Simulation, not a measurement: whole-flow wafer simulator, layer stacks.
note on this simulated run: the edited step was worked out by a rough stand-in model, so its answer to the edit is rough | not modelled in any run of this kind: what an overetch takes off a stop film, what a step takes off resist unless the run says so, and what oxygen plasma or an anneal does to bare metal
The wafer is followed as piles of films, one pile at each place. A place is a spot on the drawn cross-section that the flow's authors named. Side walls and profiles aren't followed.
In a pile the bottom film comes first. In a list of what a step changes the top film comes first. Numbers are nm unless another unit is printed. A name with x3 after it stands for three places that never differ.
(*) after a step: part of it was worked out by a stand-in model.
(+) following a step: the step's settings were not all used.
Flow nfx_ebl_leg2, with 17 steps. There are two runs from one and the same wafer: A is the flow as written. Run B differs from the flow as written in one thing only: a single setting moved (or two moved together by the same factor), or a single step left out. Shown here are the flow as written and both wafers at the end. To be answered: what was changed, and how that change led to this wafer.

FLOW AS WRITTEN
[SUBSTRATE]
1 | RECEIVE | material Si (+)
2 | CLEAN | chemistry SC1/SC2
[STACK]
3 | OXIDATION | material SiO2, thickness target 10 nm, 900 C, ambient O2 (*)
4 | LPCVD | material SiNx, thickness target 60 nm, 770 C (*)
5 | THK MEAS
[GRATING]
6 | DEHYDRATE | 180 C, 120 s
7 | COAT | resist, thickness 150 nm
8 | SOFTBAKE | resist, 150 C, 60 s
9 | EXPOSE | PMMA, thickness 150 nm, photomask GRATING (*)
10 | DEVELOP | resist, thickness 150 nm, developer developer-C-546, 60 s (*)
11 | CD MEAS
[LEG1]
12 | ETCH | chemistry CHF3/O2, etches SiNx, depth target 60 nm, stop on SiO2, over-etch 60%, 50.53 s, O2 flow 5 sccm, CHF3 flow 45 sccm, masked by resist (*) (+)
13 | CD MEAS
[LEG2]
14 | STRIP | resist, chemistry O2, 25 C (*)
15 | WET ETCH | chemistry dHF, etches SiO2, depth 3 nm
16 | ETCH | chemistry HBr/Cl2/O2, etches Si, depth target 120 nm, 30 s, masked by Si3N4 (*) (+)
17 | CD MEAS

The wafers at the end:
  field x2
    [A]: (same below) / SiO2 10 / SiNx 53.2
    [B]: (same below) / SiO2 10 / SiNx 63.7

What caused this: step 4, LPCVD: thickness target 70.5 nm was run, while the flow as written has thickness target 60 nm.

Step by step, how the change led to this:
  4 | LPCVD | material SiNx, thickness target 60 nm, 770 C (*)
      field x2, pad x2: A SiNx gains 60 (new film) | B SiNx gains 70.5 (new film)
  12 | ETCH | chemistry CHF3/O2, etches SiNx, depth target 60 nm, stop on SiO2, over-etch 60%, 50.53 s, O2 flow 5 sccm, CHF3 flow 45 sccm, masked by resist (*) (+)
      pad x2: A SiNx loses 60 (all of it), SiO2 loses 10 (all of it) | B SiNx loses 70.5 (all of it), SiO2 loses 10 (all of it)
